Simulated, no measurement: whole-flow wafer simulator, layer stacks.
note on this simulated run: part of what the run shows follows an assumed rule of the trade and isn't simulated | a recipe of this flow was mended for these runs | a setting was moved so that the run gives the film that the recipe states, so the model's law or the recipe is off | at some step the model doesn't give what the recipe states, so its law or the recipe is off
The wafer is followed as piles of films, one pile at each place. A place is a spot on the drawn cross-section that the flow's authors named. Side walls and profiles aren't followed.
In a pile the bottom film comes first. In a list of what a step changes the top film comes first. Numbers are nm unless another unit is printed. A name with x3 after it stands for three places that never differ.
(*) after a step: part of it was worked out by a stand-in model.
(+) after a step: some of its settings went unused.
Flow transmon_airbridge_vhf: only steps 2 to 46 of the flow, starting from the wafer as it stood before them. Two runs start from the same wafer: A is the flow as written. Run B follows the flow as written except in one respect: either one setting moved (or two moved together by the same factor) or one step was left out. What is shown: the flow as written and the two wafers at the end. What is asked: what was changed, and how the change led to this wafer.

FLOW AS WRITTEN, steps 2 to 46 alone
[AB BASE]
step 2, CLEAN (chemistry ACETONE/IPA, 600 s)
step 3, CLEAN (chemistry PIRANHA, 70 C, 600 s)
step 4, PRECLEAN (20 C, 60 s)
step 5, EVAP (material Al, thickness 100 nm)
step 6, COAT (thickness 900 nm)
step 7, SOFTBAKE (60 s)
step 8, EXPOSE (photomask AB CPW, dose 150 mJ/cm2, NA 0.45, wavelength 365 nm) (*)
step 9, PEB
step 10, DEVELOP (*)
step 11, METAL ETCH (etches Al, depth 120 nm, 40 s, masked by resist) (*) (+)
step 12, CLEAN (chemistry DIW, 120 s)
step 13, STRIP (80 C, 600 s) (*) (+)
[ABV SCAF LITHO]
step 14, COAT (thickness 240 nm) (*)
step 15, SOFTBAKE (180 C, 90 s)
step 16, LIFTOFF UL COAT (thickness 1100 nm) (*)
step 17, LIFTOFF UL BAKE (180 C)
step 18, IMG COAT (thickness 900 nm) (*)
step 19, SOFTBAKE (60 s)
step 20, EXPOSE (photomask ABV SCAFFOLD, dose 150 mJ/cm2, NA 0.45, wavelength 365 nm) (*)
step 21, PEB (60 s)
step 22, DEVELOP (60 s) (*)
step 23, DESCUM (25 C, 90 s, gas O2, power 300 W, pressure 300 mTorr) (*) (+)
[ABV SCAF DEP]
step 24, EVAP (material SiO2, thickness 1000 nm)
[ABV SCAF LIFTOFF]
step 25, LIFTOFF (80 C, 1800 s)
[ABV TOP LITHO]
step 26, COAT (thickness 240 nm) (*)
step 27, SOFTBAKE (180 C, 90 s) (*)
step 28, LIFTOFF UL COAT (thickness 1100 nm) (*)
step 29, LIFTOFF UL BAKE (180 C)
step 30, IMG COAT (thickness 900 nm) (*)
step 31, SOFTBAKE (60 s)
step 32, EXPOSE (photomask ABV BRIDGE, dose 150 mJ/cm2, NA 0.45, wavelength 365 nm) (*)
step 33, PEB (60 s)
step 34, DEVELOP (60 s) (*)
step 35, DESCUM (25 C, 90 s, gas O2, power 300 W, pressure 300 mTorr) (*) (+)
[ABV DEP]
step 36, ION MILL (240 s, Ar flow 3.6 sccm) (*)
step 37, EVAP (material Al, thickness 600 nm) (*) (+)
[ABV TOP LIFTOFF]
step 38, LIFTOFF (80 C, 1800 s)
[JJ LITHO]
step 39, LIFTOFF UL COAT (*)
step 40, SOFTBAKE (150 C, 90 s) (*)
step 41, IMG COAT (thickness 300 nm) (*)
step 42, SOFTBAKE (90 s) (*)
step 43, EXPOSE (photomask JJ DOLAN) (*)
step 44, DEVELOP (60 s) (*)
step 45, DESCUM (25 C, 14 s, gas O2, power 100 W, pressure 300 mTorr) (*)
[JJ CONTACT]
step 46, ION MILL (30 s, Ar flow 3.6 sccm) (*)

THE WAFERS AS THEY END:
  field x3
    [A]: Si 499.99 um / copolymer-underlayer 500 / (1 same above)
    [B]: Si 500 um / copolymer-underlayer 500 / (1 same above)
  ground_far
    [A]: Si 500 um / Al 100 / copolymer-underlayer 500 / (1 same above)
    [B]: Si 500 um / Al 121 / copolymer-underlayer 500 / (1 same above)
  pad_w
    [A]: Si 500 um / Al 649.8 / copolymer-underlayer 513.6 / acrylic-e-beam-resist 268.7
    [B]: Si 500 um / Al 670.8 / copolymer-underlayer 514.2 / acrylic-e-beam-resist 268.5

Cause: step 5, EVAP: thickness 121 nm was run, though the flow has thickness 100 nm.
The wafer itself shows it: ground_far has Al 121, and step 5 as written asks for 100 nm.

The path from the change to this, step by step:
  step 5, EVAP (material Al, thickness 100 nm)
      field x3, jj_line, ground_far and 12 more: A Al gains 100 (new film) | B Al gains 121 (new film)
  step 11, METAL ETCH (etches Al, depth 120 nm, 40 s, masked by resist) (*) (+)
      field x3, jj_line, gap_w, gap_e: A Al loses 86.7 (all of it), Si loses 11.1 | B Al loses 107.7 (all of it), Si loses 4.11
